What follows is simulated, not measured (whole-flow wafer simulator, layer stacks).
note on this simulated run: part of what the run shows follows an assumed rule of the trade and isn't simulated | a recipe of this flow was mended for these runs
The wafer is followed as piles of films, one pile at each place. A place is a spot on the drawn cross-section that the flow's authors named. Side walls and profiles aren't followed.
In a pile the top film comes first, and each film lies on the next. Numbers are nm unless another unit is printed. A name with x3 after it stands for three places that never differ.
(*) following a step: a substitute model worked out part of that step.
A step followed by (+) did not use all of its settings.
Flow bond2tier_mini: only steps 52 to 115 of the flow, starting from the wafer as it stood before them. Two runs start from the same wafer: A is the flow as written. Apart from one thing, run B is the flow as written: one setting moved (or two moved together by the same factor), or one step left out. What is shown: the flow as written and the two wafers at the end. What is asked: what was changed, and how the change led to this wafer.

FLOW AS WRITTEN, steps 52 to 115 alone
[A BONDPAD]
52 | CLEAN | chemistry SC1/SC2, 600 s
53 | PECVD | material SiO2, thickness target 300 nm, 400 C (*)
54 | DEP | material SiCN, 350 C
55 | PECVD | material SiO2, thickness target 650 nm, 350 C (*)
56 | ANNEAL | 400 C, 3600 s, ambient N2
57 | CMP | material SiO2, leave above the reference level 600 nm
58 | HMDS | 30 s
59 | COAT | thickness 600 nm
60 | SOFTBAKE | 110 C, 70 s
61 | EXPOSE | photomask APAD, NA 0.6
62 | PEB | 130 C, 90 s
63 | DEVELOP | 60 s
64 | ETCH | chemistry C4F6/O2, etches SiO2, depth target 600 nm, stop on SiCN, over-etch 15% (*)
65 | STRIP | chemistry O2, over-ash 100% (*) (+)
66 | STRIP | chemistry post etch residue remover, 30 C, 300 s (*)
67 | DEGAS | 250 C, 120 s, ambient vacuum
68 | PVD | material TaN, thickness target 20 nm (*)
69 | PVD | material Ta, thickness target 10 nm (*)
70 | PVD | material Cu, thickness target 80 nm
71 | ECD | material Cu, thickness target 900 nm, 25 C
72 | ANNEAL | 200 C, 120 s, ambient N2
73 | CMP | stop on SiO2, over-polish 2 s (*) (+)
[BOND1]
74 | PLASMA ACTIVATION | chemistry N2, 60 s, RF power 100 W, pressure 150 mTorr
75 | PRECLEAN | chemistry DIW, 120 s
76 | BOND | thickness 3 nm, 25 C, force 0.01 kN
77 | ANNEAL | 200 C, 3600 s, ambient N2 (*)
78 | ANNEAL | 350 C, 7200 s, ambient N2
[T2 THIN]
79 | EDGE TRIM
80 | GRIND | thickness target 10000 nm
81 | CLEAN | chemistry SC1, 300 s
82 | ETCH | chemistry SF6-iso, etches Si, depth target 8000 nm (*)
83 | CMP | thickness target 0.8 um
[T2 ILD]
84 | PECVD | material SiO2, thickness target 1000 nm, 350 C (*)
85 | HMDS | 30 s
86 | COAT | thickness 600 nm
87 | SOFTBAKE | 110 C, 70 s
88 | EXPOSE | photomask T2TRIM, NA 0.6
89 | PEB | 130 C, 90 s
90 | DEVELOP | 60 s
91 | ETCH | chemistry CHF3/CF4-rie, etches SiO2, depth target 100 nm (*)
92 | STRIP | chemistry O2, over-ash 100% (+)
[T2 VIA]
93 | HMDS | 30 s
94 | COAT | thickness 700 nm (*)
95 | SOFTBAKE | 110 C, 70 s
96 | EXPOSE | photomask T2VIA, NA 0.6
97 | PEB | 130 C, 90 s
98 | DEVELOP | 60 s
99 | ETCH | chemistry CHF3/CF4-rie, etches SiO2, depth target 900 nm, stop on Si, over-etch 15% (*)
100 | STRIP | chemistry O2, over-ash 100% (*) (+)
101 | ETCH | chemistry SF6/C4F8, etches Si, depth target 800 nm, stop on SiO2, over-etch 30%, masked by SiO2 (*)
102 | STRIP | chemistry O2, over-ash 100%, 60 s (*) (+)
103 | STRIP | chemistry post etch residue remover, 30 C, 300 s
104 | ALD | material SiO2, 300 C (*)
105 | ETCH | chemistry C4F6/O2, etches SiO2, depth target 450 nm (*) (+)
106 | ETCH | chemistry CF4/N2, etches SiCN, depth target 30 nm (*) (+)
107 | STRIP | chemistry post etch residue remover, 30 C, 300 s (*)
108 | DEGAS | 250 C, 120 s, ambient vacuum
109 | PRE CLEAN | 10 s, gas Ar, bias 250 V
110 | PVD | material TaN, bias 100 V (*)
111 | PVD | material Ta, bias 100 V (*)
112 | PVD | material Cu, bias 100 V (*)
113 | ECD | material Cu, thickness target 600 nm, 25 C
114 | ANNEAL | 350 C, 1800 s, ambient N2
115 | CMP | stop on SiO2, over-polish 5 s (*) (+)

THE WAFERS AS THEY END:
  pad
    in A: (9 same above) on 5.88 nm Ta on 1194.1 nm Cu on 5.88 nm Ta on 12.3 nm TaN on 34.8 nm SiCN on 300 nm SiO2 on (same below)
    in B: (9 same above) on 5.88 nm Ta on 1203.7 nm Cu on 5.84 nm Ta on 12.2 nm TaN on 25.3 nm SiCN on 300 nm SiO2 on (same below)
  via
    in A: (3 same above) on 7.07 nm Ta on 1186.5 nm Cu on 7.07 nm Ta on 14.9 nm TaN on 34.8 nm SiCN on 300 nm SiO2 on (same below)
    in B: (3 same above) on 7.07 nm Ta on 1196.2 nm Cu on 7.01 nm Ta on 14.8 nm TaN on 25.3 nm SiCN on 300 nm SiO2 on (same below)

The reason: step 64, ETCH: depth target 649.1 nm was run, whereas the flow has depth target 600 nm.

Step by step, how the change led to this:
  64 | ETCH | chemistry C4F6/O2, etches SiO2, depth target 600 nm, stop on SiCN, over-etch 15% (*)
      pad, via: A SiO2 loses 600 (all of it), SiCN loses 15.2 | B SiO2 loses 600 (all of it), SiCN loses 24.7
      field: A thick-KrF-resist loses 115 | B thick-KrF-resist loses 124.4
  65 | STRIP | chemistry O2, over-ash 100% (*) (+)
      field: A thick-KrF-resist loses 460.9 (all of it) | B thick-KrF-resist loses 451.5 (all of it)
